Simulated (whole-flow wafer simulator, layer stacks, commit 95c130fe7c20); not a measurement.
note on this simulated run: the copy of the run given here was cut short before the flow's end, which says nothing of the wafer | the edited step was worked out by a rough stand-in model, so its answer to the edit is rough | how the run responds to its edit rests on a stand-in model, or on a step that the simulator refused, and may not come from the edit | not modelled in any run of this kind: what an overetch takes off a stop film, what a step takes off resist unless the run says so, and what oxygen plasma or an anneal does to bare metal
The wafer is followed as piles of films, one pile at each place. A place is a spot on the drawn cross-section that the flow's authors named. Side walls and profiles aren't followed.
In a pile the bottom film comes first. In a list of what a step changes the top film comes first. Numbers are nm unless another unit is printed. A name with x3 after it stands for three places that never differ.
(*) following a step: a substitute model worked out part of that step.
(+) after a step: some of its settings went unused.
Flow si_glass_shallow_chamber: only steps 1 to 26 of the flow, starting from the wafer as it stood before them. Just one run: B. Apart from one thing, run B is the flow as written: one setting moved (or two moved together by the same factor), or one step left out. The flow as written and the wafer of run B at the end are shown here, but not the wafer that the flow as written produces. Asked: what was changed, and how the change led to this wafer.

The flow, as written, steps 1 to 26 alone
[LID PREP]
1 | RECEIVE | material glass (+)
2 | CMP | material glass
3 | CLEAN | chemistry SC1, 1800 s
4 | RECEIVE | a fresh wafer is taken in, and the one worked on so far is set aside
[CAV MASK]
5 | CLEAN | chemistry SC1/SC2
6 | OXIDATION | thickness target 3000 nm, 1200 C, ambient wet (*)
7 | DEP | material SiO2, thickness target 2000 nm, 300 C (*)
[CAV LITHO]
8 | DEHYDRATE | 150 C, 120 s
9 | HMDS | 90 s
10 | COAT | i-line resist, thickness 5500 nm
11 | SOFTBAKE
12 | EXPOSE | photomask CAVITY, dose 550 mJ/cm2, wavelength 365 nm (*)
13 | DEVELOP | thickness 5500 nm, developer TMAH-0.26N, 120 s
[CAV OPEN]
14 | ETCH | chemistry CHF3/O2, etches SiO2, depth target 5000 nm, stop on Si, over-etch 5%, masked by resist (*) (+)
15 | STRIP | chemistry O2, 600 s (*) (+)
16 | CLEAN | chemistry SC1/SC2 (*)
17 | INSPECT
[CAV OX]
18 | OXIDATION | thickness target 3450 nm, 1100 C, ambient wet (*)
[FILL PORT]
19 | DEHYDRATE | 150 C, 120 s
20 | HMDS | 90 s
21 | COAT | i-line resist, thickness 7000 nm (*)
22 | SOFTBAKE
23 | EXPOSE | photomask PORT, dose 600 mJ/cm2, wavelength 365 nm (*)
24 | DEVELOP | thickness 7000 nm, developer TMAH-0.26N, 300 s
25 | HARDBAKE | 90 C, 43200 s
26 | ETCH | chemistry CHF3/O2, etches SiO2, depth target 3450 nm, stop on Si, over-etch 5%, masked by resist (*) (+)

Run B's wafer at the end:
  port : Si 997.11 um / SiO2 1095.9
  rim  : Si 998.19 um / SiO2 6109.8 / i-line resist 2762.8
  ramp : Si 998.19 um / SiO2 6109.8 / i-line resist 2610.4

The reason: step 26, ETCH: depth target 2242 nm was run, whereas the flow has depth target 3450 nm.

The path from the change to this, step by step:
  26 | ETCH | chemistry CHF3/O2, etches SiO2, depth target 3450 nm, stop on Si, over-etch 5%, masked by resist (*) (+)
      port: SiO2 loses 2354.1 (in the flow as written it would be: SiO2 loses 3450 (all of it), Si loses 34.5)
      rim, ramp, cav, ring: i-line resist loses 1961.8 (in the flow as written it would be: i-line resist loses 3018.8)
      (also at 1 further place)
